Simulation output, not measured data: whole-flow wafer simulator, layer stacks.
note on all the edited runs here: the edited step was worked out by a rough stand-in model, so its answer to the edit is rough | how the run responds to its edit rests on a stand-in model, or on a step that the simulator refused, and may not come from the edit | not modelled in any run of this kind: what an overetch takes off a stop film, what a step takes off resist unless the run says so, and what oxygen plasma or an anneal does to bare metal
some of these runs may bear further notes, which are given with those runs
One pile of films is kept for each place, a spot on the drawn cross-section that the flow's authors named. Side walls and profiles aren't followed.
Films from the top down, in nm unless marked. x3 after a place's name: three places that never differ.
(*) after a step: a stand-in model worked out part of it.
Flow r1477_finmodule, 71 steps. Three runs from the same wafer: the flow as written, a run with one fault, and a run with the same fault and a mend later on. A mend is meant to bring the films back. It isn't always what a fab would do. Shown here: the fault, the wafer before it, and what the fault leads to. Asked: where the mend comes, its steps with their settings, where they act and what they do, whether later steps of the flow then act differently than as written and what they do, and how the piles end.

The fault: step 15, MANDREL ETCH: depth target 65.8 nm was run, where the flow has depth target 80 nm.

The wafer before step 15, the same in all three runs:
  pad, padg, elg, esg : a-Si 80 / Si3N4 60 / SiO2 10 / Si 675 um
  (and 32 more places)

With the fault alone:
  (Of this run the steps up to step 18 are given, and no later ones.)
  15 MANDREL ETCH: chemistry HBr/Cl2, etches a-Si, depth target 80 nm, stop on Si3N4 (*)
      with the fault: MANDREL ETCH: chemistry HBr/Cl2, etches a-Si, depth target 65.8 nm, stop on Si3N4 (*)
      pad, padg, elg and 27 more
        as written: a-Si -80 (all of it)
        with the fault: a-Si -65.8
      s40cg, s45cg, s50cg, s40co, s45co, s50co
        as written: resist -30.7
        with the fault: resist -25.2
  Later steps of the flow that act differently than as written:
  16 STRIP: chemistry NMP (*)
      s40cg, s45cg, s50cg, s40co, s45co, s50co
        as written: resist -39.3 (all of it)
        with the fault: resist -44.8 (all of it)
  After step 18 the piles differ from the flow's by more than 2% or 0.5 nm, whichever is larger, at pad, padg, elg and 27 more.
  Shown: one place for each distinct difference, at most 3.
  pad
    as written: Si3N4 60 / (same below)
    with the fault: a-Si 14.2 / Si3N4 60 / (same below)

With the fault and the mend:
  The mend comes after step 15.
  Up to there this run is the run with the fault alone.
  15a MANDREL ETCH: chemistry HBr/Cl2, etches a-Si, depth target 14.2 nm, stop on Si3N4 (*) (the flow's step 15 once more, with other settings)
      pad, padg, elg and 27 more
        a-Si -14.2 (all of it)
      s40cg, s45cg, s50cg, s40co, s45co, s50co
        resist -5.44
  No later step of the flow acts differently than as written at any place that is followed.
  At the end the piles are the same as the flow's at every place that both follow.
